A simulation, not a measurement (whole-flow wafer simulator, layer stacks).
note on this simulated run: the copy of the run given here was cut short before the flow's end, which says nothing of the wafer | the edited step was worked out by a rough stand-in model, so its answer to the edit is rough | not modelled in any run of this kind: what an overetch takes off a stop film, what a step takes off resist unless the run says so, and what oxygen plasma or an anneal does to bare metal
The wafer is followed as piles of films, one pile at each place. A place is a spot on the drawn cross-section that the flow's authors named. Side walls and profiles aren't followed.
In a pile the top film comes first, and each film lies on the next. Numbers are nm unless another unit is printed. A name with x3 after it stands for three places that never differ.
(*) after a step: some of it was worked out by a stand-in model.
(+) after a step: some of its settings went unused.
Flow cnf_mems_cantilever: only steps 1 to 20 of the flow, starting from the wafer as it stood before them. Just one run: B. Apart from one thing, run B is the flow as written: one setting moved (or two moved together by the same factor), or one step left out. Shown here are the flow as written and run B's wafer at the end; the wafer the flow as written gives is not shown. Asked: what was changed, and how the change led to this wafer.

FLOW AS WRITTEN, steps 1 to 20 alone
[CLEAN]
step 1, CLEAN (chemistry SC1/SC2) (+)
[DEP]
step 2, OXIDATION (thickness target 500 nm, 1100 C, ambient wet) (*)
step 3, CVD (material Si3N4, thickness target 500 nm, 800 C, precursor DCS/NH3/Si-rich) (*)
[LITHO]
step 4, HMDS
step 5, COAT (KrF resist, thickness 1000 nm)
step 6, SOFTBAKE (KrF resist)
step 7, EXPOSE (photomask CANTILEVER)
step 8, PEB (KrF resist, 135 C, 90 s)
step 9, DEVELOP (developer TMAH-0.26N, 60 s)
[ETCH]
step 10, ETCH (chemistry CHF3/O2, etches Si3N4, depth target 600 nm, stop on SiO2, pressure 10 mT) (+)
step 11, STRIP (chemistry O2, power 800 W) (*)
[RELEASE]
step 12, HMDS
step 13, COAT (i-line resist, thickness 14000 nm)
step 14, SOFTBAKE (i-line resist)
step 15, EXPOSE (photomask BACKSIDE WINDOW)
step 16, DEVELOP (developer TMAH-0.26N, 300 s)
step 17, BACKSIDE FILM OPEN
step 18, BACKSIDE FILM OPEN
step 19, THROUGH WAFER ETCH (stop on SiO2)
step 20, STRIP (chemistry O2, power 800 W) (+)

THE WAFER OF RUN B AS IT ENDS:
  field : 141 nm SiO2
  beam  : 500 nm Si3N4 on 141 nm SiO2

The reason: step 2, OXIDATION: 935 C was run, whereas the flow has 1100 C.

Step by step, how the change led to this:
  step 2, OXIDATION (thickness target 500 nm, 1100 C, ambient wet) (*)
      field, beam: +141 SiO2 (new film), -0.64 chemical SiO2 (all of it), -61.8 Si (as written it would have been: +500 SiO2 (new film), -0.64 chemical SiO2 (all of it), -219.7 Si)
  step 19, THROUGH WAFER ETCH (stop on SiO2)
      field: under 1 film: -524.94 um Si (all of it) (as written it would have been: under 1 film: -524.78 um Si (all of it))
      beam: under 2 films: -524.94 um Si (all of it) (as written it would have been: under 2 films: -524.78 um Si (all of it))
